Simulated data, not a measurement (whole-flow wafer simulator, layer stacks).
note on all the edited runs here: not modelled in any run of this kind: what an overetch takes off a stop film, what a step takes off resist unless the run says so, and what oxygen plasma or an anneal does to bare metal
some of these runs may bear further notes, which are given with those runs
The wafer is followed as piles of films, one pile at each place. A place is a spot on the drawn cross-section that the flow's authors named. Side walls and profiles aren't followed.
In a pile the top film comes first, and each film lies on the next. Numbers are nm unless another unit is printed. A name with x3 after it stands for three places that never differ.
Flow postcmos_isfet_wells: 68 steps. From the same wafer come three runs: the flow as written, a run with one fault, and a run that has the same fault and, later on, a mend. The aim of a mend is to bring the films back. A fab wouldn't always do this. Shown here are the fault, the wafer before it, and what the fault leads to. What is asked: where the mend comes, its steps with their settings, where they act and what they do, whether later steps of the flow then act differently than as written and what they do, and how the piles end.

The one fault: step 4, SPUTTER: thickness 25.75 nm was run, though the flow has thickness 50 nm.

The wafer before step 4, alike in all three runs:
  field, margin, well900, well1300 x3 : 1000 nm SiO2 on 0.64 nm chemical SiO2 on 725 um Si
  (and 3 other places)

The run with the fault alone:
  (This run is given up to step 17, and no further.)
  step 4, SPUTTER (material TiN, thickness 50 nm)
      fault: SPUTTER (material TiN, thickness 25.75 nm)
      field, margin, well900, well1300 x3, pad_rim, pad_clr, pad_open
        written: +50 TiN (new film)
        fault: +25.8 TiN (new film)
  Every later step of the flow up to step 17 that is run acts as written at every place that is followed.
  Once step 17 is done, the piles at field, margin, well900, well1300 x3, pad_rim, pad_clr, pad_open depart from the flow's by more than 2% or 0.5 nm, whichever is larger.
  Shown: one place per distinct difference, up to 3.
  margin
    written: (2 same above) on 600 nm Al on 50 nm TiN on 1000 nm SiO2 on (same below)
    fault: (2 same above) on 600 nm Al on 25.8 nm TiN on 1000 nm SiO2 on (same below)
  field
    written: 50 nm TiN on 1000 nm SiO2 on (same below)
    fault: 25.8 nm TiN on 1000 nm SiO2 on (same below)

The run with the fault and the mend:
  After step 4 comes the mend.
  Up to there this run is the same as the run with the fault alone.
  step 4a, ETCH (chemistry peroxide tin strip, depth target 29.61 nm)
      field, margin, well900, well1300 x3, pad_rim, pad_clr, pad_open
        -25.8 TiN (all of it)
  step 4b, SPUTTER (material TiN, thickness 50 nm) (the flow's step 4, run once more)
      field, margin, well900, well1300 x3, pad_rim, pad_clr, pad_open
        +50 TiN (new film)
  Every later step of the flow that is run acts as written at every place that is followed.
  At every place that both follow, the piles at the end match the flow's.
